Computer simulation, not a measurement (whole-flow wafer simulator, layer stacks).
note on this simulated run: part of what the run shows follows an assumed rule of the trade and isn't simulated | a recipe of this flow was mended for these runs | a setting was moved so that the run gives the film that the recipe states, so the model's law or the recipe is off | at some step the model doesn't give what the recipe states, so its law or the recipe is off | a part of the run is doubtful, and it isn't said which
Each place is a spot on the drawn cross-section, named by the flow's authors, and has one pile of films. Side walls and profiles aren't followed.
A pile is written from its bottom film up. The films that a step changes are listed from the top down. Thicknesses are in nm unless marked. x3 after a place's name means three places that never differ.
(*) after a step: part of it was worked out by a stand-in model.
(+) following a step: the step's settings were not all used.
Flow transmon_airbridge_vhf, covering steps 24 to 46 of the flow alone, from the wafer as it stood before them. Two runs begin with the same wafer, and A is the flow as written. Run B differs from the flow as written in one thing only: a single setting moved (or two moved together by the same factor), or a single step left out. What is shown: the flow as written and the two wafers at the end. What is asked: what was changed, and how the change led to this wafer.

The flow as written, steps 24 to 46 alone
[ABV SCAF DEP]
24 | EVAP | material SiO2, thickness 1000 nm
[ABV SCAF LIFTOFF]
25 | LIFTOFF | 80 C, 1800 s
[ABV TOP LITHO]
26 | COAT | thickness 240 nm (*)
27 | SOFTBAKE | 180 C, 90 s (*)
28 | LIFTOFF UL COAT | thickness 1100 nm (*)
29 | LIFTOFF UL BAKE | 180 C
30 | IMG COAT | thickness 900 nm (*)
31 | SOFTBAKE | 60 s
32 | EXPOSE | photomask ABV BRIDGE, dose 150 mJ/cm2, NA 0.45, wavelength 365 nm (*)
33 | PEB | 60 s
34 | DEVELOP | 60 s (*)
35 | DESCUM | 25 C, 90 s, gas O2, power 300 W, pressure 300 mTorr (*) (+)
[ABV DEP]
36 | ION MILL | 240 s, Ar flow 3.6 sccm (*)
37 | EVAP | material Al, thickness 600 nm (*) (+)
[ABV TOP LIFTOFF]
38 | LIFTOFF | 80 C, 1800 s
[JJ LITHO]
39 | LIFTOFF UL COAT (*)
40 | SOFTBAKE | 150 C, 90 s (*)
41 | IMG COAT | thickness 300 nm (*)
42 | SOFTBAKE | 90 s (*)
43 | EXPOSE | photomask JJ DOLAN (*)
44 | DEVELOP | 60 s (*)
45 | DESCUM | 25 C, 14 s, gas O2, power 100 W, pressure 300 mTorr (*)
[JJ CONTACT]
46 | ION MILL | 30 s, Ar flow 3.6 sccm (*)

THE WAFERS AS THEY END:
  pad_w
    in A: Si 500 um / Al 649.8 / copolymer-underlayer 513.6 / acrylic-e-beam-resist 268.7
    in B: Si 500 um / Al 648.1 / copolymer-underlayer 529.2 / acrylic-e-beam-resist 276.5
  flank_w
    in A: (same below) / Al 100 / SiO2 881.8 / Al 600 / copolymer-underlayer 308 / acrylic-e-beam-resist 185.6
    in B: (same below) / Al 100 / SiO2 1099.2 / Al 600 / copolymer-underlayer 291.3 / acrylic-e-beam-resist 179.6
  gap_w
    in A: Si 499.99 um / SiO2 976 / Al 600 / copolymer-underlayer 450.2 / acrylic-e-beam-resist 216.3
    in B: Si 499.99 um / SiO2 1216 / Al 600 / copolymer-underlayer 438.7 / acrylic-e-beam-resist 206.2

What caused this: step 24, EVAP: thickness 1240 nm was run, whereas the flow has thickness 1000 nm.

Step by step, how the change led to this:
  24 | EVAP | material SiO2, thickness 1000 nm
      field x3, jj_line, ground_far and 10 more: A +1000 SiO2 (new film) | B +1240 SiO2 (new film)
      flank_w, flank_e: A +905.8 SiO2 (new film) | B +1123.2 SiO2 (new film)
  25 | LIFTOFF | 80 C, 1800 s
      field x3, jj_line, trace_open_s x2: A -1000 SiO2 (all of it), -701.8 i-line-resist (all of it), -1100 lift-off-underlayer (all of it), -240 acrylic-e-beam-resist (all of it) | B -1240 SiO2 (all of it), -701.8 i-line-resist (all of it), -1100 lift-off-underlayer (all of it), -240 acrylic-e-beam-resist (all of it)
      pad_w, pad_e: A -1000 SiO2 (all of it), -696.3 i-line-resist (all of it), -1089.9 lift-off-underlayer (all of it), -239.3 acrylic-e-beam-resist (all of it) | B -1240 SiO2 (all of it), -696.3 i-line-resist (all of it), -1089.9 lift-off-underlayer (all of it), -239.3 acrylic-e-beam-resist (all of it)
      (as well as at 1 more place)
  26 | COAT | thickness 240 nm (*)
      flank_w, flank_e: A +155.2 acrylic-e-beam-resist (new film) | B +147.5 acrylic-e-beam-resist (new film)
      gap_w, gap_e: A +211.2 acrylic-e-beam-resist (new film) | B +200.6 acrylic-e-beam-resist (new film)
      (as well as at 6 more places)
  28 | LIFTOFF UL COAT | thickness 1100 nm (*)
      gap_w, gap_e: A +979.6 lift-off-underlayer (new film) | B +946.9 lift-off-underlayer (new film)
      margin_s, margin_n: A +823.4 lift-off-underlayer (new film) | B +769.8 lift-off-underlayer (new film)
      (as well as at 6 more places)
  30 | IMG COAT | thickness 900 nm (*)
      gap_w, gap_e: A +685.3 i-line-resist (new film) | B +632.2 i-line-resist (new film)
      margin_s, margin_n: A +603.2 i-line-resist (new film) | B +527.2 i-line-resist (new film)
      (as well as at 7 more places)
  33 | PEB | 60 s
      flank_w, flank_e: A -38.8 i-line-resist | B -36.4 i-line-resist
      gap_w, gap_e: A -35 i-line-resist | B -32.2 i-line-resist
      (as well as at 7 more places)
  34 | DEVELOP | 60 s (*)
      gap_w, gap_e: A -650.2 i-line-resist (all of it), -979.6 lift-off-underlayer (all of it) | B -599.9 i-line-resist (all of it), -946.9 lift-off-underlayer (all of it)
      pad_w: A -937.3 i-line-resist (all of it), -1246.2 lift-off-underlayer (all of it) | B -957.1 i-line-resist (all of it), -1283.4 lift-off-underlayer (all of it)
      (as well as at 5 more places)
  35 | DESCUM | 25 C, 90 s, gas O2, power 300 W, pressure 300 mTorr (*) (+)
      field x3, jj_line, ground_far, trace_open_s x2, margin_s, margin_n: A -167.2 i-line-resist | B -172.5 i-line-resist
      flank_w, flank_e: A -155.2 acrylic-e-beam-resist (all of it) | B -147.5 acrylic-e-beam-resist (all of it)
      (as well as at 6 more places)
  38 | LIFTOFF | 80 C, 1800 s
      margin_s, margin_n: A -600 Al (all of it), -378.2 i-line-resist (all of it), -823.4 lift-off-underlayer (all of it), -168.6 acrylic-e-beam-resist (all of it) | B -600 Al (all of it), -301 i-line-resist (all of it), -769.8 lift-off-underlayer (all of it), -155.2 acrylic-e-beam-resist (all of it)
      ground_far: A -600 Al (all of it), -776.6 i-line-resist (all of it), -1134.8 lift-off-underlayer (all of it), -250.1 acrylic-e-beam-resist (all of it) | B -600 Al (all of it), -800.6 i-line-resist (all of it), -1140.1 lift-off-underlayer (all of it), -251.6 acrylic-e-beam-resist (all of it)
  39 | LIFTOFF UL COAT (*)
      pad_w, pad_e: A +513.6 copolymer-underlayer (new film) | B +529.2 copolymer-underlayer (new film)
      flank_w, flank_e: A +308 copolymer-underlayer (new film) | B +291.3 copolymer-underlayer (new film)
      (as well as at 6 more places)
  41 | IMG COAT | thickness 300 nm (*)
      pad_w, pad_e: A +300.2 acrylic-e-beam-resist (new film) | B +308 acrylic-e-beam-resist (new film)
      flank_w, flank_e: A +217.1 acrylic-e-beam-resist (new film) | B +211.1 acrylic-e-beam-resist (new film)
      (as well as at 6 more places)
